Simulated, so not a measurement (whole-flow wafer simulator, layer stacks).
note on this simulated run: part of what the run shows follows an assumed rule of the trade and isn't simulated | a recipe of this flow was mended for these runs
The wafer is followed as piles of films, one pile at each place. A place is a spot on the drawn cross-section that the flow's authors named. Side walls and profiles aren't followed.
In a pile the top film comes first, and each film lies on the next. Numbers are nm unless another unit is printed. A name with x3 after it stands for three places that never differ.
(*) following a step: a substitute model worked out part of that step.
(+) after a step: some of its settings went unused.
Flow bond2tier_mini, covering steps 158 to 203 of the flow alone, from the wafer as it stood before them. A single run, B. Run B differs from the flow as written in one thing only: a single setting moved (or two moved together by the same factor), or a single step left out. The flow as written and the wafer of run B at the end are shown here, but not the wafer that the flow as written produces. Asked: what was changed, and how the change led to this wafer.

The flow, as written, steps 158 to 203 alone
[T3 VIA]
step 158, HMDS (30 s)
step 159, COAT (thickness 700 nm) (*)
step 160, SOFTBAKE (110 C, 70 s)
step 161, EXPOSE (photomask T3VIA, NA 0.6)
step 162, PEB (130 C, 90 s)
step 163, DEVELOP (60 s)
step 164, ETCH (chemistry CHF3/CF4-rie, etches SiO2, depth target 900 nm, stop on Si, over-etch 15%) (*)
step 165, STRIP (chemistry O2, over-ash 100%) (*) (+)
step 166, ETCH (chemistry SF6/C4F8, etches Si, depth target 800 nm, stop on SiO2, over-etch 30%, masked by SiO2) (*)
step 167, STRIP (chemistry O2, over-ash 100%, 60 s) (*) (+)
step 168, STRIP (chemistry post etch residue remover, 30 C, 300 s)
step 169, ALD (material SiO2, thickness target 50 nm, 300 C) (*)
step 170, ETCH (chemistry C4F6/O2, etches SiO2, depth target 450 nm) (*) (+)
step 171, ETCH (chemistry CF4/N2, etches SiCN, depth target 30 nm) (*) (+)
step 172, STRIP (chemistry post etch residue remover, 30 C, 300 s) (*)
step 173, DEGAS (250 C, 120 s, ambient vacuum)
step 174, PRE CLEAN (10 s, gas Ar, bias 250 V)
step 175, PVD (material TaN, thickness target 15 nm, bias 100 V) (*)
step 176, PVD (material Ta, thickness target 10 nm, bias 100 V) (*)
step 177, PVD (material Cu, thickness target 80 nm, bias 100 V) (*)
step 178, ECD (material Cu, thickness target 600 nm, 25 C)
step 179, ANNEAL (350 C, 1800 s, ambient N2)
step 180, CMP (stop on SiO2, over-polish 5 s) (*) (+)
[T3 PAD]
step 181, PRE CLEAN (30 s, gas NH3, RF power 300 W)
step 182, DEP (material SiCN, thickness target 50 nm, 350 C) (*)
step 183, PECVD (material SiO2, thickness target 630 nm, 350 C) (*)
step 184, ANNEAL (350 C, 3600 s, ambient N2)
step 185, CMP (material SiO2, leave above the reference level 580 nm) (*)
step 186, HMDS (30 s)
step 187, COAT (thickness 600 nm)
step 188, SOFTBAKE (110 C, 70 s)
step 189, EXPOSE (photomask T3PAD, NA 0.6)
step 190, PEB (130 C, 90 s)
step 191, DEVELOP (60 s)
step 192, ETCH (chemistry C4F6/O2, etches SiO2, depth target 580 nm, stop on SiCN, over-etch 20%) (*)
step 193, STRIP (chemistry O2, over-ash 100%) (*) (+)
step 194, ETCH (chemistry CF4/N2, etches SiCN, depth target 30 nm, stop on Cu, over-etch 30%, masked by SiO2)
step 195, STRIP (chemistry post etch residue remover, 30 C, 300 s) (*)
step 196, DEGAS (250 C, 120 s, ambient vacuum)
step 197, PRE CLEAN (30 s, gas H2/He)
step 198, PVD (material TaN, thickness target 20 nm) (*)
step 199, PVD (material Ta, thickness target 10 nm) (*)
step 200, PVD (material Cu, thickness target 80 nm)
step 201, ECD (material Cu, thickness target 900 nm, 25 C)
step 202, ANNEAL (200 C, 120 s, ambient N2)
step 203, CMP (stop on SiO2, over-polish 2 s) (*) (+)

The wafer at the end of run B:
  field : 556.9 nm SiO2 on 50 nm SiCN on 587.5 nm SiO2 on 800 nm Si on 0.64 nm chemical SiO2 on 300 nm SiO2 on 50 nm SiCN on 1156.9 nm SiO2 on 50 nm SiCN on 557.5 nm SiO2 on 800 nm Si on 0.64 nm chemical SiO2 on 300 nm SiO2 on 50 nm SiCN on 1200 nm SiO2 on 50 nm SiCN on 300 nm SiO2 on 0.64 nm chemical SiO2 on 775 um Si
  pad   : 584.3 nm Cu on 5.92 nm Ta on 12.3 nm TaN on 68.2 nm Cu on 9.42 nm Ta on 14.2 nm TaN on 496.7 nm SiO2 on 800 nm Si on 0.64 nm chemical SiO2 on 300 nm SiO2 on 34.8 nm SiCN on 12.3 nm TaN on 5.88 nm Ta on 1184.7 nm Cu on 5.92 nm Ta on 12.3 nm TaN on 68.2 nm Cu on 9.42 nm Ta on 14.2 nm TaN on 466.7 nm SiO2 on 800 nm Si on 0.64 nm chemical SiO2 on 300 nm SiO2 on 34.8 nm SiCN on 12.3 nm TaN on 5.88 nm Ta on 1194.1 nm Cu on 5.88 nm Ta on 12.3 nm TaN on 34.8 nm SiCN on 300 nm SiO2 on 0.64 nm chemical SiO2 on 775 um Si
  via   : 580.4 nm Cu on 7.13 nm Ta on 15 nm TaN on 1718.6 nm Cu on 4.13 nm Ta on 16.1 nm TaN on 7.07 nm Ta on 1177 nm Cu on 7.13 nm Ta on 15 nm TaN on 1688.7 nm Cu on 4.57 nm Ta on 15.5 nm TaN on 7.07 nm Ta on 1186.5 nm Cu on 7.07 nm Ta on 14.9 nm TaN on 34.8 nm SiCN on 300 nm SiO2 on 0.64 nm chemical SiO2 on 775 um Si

Cause: step 169, ALD: thickness target 80 nm was run, while the flow as written has thickness target 50 nm.

Step by step, how the change led to this:
  step 169, ALD (material SiO2, thickness target 50 nm, 300 C) (*)
      field, pad, via: SiO2 gains 80 (in the flow as written it would be: SiO2 gains 50)
  step 170, ETCH (chemistry C4F6/O2, etches SiO2, depth target 450 nm) (*) (+)
      via: SiO2 loses 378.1 (all of it), SiCN loses 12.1 (in the flow as written it would be: SiO2 loses 348.1 (all of it), SiCN loses 17.2)
  step 171, ETCH (chemistry CF4/N2, etches SiCN, depth target 30 nm) (*) (+)
      via: SiCN loses 22.7 (all of it), TaN loses 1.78 (in the flow as written it would be: SiCN loses 17.6 (all of it), TaN loses 3.01)
  step 175, PVD (material TaN, thickness target 15 nm, bias 100 V) (*)
      via: TaN gains 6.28 (in the flow as written it would be: TaN gains 6.94)
  step 177, PVD (material Cu, thickness target 80 nm, bias 100 V) (*)
      via: Cu gains 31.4 (new film) (in the flow as written it would be: Cu gains 35 (new film))
